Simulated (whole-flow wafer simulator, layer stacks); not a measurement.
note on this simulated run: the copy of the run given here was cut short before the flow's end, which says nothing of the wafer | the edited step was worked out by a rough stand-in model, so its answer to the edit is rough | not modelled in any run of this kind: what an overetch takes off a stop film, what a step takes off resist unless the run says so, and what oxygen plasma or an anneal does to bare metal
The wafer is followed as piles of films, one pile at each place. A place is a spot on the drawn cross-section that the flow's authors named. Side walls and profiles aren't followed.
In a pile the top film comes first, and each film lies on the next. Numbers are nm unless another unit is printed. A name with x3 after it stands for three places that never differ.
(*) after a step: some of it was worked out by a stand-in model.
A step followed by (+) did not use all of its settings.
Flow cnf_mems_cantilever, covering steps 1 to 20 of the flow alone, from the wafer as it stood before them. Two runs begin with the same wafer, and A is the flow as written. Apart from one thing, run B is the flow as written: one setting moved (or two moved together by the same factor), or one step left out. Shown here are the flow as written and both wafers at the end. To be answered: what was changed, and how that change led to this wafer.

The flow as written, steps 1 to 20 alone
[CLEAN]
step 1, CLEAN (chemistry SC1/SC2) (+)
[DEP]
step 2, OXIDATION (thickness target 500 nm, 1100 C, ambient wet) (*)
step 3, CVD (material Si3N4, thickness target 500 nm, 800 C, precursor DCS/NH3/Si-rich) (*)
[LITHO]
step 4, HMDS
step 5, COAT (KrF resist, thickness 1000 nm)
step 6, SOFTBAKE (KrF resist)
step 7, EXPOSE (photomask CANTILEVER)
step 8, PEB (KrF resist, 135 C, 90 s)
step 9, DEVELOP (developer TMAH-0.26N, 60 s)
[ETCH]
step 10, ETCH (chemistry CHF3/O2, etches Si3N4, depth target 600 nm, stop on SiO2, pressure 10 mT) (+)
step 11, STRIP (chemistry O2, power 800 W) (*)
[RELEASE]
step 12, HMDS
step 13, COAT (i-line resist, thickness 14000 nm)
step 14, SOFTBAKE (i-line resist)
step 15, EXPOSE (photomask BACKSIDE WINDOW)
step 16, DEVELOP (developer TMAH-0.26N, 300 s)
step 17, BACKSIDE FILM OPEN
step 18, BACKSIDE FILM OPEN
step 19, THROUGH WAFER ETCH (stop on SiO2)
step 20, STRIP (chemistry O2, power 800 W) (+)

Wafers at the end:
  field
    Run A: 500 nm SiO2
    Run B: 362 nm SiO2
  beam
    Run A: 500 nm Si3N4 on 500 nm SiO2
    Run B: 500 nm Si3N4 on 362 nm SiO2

What caused this: step 2, OXIDATION: thickness target 362 nm was run, though the flow has thickness target 500 nm.
The wafer itself shows it: field has SiO2 362, and step 2 as written asks for 500 nm.

How this came from the change, step by step:
  step 2, OXIDATION (thickness target 500 nm, 1100 C, ambient wet) (*)
      field, beam: A +500 SiO2 (new film), -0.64 chemical SiO2 (all of it), -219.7 Si | B +362 SiO2 (new film), -0.64 chemical SiO2 (all of it), -159 Si
  step 19, THROUGH WAFER ETCH (stop on SiO2)
      field: A under 1 film: -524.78 um Si (all of it) | B under 1 film: -524.84 um Si (all of it)
      beam: A under 2 films: -524.78 um Si (all of it) | B under 2 films: -524.84 um Si (all of it)
